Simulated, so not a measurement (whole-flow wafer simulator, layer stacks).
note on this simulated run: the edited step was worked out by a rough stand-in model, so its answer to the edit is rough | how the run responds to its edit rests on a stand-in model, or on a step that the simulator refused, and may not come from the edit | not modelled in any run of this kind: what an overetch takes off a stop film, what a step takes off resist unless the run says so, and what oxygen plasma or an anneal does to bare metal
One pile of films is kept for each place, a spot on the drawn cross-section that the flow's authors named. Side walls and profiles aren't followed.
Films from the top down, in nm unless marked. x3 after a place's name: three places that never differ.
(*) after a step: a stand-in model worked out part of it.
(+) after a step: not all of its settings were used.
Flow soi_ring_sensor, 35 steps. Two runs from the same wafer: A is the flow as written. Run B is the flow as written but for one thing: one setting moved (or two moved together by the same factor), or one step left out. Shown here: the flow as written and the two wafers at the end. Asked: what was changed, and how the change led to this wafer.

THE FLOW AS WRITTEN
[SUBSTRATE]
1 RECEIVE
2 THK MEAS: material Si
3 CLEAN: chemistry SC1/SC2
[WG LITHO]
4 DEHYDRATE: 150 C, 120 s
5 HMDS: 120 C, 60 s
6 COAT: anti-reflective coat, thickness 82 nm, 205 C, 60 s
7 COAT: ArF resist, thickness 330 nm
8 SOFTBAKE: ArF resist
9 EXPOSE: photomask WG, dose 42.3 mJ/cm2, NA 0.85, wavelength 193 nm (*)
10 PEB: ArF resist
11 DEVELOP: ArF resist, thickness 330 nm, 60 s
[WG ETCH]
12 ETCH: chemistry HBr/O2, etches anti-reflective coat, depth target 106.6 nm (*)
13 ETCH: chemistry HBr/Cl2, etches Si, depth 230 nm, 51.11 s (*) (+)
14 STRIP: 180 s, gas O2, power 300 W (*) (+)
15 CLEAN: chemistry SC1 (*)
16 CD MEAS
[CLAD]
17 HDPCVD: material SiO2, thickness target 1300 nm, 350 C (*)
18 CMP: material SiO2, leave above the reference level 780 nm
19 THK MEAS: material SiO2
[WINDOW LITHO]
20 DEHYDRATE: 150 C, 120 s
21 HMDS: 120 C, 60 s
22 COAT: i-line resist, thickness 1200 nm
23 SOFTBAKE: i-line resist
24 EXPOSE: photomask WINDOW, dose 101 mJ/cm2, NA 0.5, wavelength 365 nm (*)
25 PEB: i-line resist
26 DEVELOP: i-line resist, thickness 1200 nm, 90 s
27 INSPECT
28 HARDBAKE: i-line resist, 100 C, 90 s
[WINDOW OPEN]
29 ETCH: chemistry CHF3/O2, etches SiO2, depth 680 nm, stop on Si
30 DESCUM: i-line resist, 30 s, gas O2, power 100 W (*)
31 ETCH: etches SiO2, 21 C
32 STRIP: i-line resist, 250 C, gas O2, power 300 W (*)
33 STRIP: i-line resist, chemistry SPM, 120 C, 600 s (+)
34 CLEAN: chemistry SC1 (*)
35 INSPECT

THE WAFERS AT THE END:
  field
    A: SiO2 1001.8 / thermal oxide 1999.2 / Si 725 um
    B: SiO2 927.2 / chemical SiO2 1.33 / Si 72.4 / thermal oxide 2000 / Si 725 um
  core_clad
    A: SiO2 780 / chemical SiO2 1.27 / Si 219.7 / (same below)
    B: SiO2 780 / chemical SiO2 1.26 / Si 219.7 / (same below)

The cause: step 13, ETCH: depth 147 nm was run, where the flow has depth 230 nm; step 13, ETCH: 32.71 s was run, where the flow has 51.11 s.

How the change led to this, step by step:
  13 ETCH: chemistry HBr/Cl2, etches Si, depth 230 nm, 51.11 s (*) (+)
      gap, window, field, gap_clad: A Si -220 (all of it), thermal oxide -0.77 | B Si -147
      core, core_clad: A ArF resist -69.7 | B ArF resist -44.6
  14 STRIP: 180 s, gas O2, power 300 W (*) (+)
      gap, window, field, gap_clad: A nothing | B chemical SiO2 +1.33 (new film), Si -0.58
      core, core_clad: A ArF resist -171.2 (all of it), anti-reflective coat -82 (all of it), chemical SiO2 +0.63, Si -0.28 | B ArF resist -196.3 (all of it), anti-reflective coat -82 (all of it), chemical SiO2 +0.62, Si -0.27
  18 CMP: material SiO2, leave above the reference level 780 nm
      gap, window, field, gap_clad: A SiO2 -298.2 | B SiO2 -372.8
